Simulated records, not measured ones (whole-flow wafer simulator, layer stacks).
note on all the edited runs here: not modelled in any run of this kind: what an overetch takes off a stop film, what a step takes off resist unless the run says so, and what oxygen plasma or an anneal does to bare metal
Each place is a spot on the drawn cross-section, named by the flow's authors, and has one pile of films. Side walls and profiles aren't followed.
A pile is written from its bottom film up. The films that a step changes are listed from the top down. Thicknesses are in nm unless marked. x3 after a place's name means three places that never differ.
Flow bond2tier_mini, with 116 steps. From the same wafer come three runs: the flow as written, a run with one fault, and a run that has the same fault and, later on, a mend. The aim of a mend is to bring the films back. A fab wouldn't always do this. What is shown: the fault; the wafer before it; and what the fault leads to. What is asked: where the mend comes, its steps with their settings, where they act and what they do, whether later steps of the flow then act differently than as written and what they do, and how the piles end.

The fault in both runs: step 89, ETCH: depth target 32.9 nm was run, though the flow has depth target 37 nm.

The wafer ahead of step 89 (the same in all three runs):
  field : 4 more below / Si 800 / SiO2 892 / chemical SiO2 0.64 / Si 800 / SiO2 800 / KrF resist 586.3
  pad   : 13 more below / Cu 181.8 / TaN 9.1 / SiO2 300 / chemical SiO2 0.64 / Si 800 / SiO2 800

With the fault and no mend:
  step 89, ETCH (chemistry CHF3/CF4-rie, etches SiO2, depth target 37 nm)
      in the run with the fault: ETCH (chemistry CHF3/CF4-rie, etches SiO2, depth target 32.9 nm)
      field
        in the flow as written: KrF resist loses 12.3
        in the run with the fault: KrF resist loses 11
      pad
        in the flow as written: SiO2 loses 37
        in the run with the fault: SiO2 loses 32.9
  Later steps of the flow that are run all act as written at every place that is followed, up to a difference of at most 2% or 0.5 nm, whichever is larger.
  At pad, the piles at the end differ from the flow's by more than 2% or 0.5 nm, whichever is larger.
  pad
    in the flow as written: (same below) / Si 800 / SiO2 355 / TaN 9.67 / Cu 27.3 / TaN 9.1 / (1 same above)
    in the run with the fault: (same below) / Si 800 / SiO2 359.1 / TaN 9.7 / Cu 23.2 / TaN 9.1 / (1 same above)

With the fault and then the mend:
  The mend stands after step 89.
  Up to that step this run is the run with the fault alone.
  step 89a, ETCH (chemistry CHF3/CF4-rie, etches SiO2, depth target 4.1 nm) (the flow's step 89 again, with other settings)
      field
        KrF resist loses 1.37
      pad
        SiO2 loses 4.1
  Later steps of the flow that are run all act as written at every place that is followed.
  By the end, the piles equal the flow's at every place that both follow.
